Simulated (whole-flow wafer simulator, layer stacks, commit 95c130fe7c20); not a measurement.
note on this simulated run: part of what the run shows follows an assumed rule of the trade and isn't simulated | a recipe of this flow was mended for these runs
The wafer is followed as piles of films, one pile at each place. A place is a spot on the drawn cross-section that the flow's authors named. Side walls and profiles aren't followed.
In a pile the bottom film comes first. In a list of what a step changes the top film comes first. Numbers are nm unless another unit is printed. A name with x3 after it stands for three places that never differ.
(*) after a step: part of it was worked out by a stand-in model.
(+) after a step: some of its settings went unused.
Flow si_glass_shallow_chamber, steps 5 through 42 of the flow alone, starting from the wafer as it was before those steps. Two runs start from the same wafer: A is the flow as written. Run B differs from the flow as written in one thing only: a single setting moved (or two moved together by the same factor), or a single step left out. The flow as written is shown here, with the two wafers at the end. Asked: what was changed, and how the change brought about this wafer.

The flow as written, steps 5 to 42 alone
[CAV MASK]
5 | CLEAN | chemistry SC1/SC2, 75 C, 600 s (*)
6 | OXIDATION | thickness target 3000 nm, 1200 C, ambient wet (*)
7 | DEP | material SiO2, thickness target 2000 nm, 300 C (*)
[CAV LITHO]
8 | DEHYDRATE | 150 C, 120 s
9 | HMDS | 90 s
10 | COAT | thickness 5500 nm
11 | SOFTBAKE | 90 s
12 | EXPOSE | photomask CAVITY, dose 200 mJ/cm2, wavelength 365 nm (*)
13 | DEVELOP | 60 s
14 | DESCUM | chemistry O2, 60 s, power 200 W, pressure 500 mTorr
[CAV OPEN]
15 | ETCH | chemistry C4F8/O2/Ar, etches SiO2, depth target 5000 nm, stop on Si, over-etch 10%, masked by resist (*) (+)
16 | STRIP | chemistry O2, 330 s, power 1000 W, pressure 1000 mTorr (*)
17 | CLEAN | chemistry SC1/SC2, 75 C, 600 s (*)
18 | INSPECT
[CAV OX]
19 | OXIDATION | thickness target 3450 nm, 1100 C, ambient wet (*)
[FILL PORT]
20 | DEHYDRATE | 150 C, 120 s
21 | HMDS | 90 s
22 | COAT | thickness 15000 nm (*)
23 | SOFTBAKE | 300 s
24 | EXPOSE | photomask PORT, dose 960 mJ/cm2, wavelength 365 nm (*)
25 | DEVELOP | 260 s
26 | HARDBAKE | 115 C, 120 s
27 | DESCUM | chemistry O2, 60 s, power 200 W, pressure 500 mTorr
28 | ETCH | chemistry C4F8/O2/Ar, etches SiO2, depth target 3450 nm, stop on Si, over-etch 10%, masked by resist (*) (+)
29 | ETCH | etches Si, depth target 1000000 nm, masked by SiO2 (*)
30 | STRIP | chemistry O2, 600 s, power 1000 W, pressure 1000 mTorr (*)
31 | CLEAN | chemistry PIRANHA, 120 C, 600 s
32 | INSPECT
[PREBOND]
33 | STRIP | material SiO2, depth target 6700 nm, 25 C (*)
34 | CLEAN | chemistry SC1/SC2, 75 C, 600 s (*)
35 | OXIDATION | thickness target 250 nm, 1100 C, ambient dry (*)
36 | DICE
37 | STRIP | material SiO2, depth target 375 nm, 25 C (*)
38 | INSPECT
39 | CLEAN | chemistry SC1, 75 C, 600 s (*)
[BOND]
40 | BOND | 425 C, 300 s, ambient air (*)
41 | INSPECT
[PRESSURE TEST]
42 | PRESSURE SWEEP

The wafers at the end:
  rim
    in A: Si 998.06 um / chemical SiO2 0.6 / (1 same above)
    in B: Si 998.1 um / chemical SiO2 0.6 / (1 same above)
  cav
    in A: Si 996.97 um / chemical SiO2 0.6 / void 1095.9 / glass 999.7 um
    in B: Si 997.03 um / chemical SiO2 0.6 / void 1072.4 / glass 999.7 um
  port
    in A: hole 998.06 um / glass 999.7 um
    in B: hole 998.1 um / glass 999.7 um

Cause: step 7, DEP: thickness target 2480 nm was run, while the flow as written has thickness target 2000 nm; step 17, CLEAN: 744 s was run, where the flow has 600 s.

How this came from the change, step by step:
  7 | DEP | material SiO2, thickness target 2000 nm, 300 C (*)
      rim, ramp, cav, port, septum, ring: A SiO2 gains 2000 | B SiO2 gains 2480
  15 | ETCH | chemistry C4F8/O2/Ar, etches SiO2, depth target 5000 nm, stop on Si, over-etch 10%, masked by resist (*) (+)
      cav, port: A SiO2 loses 5000 (all of it), Si loses 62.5 | B SiO2 loses 5480 (all of it), Si loses 2.5
  17 | CLEAN | chemistry SC1/SC2, 75 C, 600 s (*)
      rim, ramp, septum, ring: A SiO2 loses 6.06 | B SiO2 loses 7.51
      cav, port: A chemical SiO2 loses 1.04, Si loses 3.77 | B chemical SiO2 loses 1.04, Si loses 4.94
  19 | OXIDATION | thickness target 3450 nm, 1100 C, ambient wet (*)
      rim, ramp, septum, ring: A SiO2 gains 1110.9, Si loses 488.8 | B SiO2 gains 1030.7, Si loses 453.5
  22 | COAT | thickness 15000 nm (*)
      rim: A thick-i-line-resist gains 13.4 um (new film) | B thick-i-line-resist gains 13.25 um (new film)
      ramp: A thick-i-line-resist gains 12.89 um (new film) | B thick-i-line-resist gains 12.69 um (new film)
      (also at 4 further places)
  23 | SOFTBAKE | 300 s
      rim: A thick-i-line-resist loses 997 | B thick-i-line-resist loses 1103.1
      ramp: A thick-i-line-resist loses 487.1 | B thick-i-line-resist loses 543.7
      (also at 4 further places)
  25 | DEVELOP | 260 s
      port: A thick-i-line-resist loses 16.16 um (all of it) | B thick-i-line-resist loses 16.27 um (all of it)
  26 | HARDBAKE | 115 C, 120 s
      rim, ramp: A thick-i-line-resist loses 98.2 | B thick-i-line-resist loses 95.1
  29 | ETCH | etches Si, depth target 1000000 nm, masked by SiO2 (*)
      rim, ramp: A thick-i-line-resist loses 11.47 um (all of it), SiO2 loses 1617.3 | B thick-i-line-resist loses 11.22 um (all of it), SiO2 loses 1753.9
      port: A hole gains 997.05 um (new film), Si loses 997.05 um (all of it) | B hole gains 997.11 um (new film), Si loses 997.11 um (all of it)
      (also at 2 further places)
  30 | STRIP | chemistry O2, 600 s, power 1000 W, pressure 1000 mTorr (*)
      cav: A thick-i-line-resist loses 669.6 (all of it) | B thick-i-line-resist loses 783.5 (all of it)
  33 | STRIP | material SiO2, depth target 6700 nm, 25 C (*)
      rim, ramp: A SiO2 loses 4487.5 (all of it) | B SiO2 loses 4749.3 (all of it)
      septum: A SiO2 loses 5732.1 (all of it) | B SiO2 loses 6118.8 (all of it)
      (also at 1 further place)
  40 | BOND | 425 C, 300 s, ambient air (*)
      cav: A glass gains 999.7 um (new film), void gains 1095.9 (new film) | B glass gains 999.7 um (new film), void gains 1072.4 (new film)
      port: A glass gains 999.7 um (new film), hole gains 1017.3 | B glass gains 999.7 um (new film), hole gains 993.7
